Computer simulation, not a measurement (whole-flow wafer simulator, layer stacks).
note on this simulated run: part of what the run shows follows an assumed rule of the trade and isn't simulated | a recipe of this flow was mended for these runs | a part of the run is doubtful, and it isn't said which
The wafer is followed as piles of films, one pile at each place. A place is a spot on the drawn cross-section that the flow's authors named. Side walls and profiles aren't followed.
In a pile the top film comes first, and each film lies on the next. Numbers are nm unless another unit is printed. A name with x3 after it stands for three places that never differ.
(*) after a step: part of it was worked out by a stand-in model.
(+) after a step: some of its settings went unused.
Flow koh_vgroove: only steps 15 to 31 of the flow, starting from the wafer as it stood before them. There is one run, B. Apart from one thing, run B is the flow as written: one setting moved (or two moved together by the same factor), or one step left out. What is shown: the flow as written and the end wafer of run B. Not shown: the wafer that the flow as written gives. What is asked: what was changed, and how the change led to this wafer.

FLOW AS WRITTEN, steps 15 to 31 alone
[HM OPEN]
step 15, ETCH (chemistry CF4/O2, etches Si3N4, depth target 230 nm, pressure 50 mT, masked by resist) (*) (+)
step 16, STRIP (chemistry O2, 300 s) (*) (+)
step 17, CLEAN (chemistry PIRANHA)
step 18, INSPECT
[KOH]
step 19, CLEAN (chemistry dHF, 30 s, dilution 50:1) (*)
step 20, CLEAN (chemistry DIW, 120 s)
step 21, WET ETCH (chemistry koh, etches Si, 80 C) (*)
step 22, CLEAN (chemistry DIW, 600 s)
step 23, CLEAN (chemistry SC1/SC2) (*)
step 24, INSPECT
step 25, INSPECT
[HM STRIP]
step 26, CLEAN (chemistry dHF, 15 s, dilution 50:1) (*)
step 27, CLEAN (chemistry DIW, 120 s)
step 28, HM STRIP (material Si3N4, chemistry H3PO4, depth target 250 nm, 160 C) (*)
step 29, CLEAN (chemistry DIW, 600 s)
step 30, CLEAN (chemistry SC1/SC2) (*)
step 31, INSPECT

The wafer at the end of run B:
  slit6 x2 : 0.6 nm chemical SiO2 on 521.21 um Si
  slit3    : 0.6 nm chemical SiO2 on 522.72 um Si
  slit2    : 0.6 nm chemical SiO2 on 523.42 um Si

What caused this: step 15, ETCH: depth target 247.2 nm was run, though the flow has depth target 230 nm.

The path from the change to this, step by step:
  step 15, ETCH (chemistry CF4/O2, etches Si3N4, depth target 230 nm, pressure 50 mT, masked by resist) (*) (+)
      slit3, slit2, slit6 x2: Si3N4 loses 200 (all of it), chemical SiO2 loses 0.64 (all of it), Si loses 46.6 (as written it would have been: Si3N4 loses 200 (all of it), chemical SiO2 loses 0.64 (all of it), Si loses 29.4)
      field: i-line-resist loses 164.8 (as written it would have been: i-line-resist loses 153.3)
